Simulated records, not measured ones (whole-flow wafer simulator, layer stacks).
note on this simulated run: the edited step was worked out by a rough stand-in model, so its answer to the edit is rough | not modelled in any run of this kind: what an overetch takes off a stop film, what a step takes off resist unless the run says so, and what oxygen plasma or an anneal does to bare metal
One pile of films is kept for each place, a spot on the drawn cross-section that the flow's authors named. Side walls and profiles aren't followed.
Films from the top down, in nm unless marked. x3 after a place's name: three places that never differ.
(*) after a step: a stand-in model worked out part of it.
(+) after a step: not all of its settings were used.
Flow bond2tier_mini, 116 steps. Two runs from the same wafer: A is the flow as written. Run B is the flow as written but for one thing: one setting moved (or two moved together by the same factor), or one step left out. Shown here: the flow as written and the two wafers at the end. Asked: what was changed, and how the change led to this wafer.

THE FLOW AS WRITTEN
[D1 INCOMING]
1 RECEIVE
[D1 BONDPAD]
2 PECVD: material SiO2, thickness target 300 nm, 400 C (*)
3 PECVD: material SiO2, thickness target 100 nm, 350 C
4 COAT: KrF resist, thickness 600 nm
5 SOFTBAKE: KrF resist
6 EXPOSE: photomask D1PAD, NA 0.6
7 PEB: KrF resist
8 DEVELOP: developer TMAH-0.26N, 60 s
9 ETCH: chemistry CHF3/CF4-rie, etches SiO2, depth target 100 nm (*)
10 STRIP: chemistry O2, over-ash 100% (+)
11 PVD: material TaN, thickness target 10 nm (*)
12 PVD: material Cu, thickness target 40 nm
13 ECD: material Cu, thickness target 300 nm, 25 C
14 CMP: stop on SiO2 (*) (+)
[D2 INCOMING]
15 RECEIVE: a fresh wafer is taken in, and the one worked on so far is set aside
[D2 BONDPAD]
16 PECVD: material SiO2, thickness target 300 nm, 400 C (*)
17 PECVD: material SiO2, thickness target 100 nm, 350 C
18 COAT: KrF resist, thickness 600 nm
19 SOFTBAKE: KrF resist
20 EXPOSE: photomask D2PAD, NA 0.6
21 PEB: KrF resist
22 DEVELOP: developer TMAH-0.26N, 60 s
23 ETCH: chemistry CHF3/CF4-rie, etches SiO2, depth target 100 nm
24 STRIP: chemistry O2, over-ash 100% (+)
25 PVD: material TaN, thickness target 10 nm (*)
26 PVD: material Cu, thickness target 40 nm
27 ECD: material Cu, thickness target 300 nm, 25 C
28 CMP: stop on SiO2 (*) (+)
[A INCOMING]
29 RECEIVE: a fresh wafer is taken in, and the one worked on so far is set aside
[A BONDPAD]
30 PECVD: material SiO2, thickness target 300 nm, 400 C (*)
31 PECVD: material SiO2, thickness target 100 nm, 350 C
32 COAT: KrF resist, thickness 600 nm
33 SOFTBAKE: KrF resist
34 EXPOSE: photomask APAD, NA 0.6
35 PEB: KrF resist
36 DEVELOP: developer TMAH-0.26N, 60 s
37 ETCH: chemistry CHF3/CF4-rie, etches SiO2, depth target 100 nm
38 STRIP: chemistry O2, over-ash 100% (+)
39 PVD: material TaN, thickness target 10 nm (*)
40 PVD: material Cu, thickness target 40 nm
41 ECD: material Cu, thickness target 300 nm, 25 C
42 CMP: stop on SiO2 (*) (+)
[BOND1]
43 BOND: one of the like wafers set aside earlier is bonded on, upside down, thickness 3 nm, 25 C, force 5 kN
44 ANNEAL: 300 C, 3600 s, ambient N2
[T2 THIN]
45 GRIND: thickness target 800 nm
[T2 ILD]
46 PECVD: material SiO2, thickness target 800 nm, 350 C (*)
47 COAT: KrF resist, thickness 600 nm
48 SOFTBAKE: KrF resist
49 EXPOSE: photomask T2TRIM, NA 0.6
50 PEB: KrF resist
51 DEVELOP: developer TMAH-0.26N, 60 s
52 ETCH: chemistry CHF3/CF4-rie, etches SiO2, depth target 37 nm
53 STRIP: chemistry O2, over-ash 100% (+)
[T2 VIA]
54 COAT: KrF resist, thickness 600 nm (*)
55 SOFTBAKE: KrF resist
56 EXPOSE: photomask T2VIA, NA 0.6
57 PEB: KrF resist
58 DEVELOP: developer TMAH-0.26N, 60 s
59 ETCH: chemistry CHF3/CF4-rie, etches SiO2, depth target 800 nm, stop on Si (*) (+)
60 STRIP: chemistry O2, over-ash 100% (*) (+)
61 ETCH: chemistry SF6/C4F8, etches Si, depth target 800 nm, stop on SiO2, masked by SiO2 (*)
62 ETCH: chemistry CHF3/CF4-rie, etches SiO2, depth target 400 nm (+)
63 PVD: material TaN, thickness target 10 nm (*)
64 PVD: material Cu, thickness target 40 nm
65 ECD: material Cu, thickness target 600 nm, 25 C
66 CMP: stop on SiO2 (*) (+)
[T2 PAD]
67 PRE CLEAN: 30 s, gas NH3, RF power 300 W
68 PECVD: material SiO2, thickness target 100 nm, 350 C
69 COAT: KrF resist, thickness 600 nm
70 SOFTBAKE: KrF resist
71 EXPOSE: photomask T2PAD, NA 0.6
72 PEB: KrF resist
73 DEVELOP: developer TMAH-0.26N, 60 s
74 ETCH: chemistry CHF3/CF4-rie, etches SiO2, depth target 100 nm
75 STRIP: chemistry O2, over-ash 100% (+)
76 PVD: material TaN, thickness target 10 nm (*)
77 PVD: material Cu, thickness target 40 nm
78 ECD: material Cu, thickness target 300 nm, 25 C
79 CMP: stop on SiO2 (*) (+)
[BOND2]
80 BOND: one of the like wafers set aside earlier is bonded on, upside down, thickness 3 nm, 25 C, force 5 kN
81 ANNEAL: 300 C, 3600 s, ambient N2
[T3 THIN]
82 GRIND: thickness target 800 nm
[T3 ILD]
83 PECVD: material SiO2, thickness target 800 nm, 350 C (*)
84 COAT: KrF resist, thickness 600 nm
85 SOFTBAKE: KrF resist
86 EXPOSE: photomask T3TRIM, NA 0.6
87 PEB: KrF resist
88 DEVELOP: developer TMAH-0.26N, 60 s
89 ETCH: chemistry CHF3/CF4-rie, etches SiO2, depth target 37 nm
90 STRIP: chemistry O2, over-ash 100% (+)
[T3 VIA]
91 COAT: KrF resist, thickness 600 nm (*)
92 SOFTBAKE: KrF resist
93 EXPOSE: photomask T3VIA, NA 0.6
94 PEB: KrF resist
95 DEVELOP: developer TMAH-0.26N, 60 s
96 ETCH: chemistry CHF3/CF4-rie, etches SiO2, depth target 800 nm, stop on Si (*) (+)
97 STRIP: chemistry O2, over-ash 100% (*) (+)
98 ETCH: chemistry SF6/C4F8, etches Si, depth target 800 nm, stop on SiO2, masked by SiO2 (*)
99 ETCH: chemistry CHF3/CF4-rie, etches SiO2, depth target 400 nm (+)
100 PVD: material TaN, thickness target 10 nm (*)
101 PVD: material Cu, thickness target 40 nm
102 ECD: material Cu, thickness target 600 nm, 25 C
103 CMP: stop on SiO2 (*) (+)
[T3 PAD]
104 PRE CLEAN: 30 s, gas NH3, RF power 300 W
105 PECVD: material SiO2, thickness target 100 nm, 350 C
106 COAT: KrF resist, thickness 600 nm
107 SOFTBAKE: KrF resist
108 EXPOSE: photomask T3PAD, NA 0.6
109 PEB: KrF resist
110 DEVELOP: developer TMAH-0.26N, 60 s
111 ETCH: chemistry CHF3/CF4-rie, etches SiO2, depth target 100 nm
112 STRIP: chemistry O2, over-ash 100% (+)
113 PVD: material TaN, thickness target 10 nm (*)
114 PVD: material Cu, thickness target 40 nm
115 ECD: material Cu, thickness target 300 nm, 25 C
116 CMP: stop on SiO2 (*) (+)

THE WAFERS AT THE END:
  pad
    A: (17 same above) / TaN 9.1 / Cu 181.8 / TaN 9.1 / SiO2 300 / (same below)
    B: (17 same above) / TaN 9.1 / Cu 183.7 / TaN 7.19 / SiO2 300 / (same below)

The cause: step 39, PVD: thickness target 7.9 nm was run, where the flow has thickness target 10 nm.

How the change led to this, step by step:
  39 PVD: material TaN, thickness target 10 nm (*)
      field: A TaN +10 (new film) | B TaN +7.9 (new film)
      pad: A TaN +9.1 (new film) | B TaN +7.19 (new film)
      (and at 1 more place)
  42 CMP: stop on SiO2 (*) (+)
      field: A Cu -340 (all of it), TaN -10 (all of it) | B Cu -340 (all of it), TaN -7.9 (all of it)
